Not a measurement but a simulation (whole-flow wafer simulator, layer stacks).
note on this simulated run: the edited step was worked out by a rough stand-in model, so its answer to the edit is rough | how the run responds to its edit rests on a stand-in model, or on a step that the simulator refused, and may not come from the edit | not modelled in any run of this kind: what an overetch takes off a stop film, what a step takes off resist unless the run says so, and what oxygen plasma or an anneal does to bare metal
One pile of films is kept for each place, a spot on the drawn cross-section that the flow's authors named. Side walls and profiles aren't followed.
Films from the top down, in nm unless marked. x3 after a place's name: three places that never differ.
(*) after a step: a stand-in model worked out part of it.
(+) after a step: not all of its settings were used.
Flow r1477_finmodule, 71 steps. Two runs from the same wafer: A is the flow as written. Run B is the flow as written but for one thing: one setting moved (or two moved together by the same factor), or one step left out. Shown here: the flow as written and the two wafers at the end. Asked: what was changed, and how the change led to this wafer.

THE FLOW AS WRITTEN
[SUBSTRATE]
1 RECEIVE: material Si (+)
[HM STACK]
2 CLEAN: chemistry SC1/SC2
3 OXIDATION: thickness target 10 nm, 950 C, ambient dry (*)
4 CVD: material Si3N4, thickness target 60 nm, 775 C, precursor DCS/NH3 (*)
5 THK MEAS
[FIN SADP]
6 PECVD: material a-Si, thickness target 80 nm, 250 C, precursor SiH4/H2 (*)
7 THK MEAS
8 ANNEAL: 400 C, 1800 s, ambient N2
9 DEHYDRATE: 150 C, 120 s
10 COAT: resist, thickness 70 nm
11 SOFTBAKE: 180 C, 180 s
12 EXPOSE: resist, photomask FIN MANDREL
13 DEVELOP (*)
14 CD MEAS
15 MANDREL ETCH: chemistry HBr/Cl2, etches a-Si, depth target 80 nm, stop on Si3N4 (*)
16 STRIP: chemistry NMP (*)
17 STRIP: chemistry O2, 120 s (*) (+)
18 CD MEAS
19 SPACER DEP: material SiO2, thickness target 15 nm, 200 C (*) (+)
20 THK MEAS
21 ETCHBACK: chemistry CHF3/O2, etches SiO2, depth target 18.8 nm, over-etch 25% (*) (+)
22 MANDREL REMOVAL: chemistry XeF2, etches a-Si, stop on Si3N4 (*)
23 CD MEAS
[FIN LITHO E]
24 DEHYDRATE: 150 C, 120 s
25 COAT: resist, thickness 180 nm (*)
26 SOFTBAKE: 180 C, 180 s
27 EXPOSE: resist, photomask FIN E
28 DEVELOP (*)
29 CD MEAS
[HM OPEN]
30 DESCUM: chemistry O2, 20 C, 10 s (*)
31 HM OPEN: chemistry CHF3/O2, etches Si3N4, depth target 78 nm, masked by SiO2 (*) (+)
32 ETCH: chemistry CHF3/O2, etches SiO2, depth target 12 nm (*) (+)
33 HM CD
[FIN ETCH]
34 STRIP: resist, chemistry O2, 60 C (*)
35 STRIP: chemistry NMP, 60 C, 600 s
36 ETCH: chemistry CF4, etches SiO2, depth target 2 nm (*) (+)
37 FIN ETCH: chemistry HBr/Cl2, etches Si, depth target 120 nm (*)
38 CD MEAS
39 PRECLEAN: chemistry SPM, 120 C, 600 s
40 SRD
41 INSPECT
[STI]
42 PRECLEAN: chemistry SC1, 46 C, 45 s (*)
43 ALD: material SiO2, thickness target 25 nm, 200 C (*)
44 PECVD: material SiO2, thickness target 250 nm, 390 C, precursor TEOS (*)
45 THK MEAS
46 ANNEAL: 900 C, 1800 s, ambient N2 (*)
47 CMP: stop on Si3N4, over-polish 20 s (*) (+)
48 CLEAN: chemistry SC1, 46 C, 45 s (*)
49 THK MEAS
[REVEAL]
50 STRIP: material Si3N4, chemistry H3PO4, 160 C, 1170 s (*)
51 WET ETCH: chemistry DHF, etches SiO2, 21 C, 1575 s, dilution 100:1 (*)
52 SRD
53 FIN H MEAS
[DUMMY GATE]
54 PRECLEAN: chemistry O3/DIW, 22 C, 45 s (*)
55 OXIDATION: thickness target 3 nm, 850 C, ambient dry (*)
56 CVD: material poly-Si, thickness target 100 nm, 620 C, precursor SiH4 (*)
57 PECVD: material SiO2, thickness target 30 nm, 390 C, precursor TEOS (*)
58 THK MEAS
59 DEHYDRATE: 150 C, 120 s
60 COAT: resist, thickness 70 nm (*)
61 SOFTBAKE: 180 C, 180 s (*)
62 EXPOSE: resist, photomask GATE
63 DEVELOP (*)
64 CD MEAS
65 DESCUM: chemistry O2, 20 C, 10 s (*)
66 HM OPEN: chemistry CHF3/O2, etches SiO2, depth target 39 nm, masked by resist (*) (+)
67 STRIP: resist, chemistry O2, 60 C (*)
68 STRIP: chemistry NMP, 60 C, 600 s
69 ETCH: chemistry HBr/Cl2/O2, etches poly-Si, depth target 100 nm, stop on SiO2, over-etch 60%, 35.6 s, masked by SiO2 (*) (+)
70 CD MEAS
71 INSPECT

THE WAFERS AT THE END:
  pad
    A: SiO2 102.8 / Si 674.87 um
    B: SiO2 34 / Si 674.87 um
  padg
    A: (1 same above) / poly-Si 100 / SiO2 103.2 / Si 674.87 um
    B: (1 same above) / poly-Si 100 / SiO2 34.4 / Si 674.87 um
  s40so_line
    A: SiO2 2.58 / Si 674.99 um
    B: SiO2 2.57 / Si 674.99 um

The cause: step 44, PECVD: thickness target 102.5 nm was run, where the flow has thickness target 250 nm.

How the change led to this, step by step:
  44 PECVD: material SiO2, thickness target 250 nm, 390 C, precursor TEOS (*)
      pad, padg, elg and 33 more: A SiO2 +250 | B SiO2 +102.5
  46 ANNEAL: 900 C, 1800 s, ambient N2 (*)
      pad, padg, elg and 33 more: A SiO2 -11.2 | B SiO2 -4.61
  47 CMP: stop on Si3N4, over-polish 20 s (*) (+)
      pad, padg, e40sg and 11 more: A SiO2 -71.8 | B nothing
      eso: A SiO2 -72.4 | B nothing
      (and at 21 more places)
  60 COAT: resist, thickness 70 nm (*)
      e40lg, e100lg, e40lo, e100lo: A resist +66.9 (new film) | B resist +63.4 (new film)
      e200lg, elo, e200lo: A resist +66.9 (new film) | B resist +63.5 (new film)
      (and at 25 more places)
  63 DEVELOP (*)
      elo, e200lo: A resist -66.9 (all of it) | B resist -63.5 (all of it)
      e40lo, e100lo: A resist -66.9 (all of it) | B resist -63.4 (all of it)
      (and at 13 more places)
  67 STRIP: resist, chemistry O2, 60 C (*)
      e40lg: A resist -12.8 (all of it) | B resist -9.31 (all of it)
      e40sg: A resist -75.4 (all of it) | B resist -140.9 (all of it)
      (and at 13 more places)
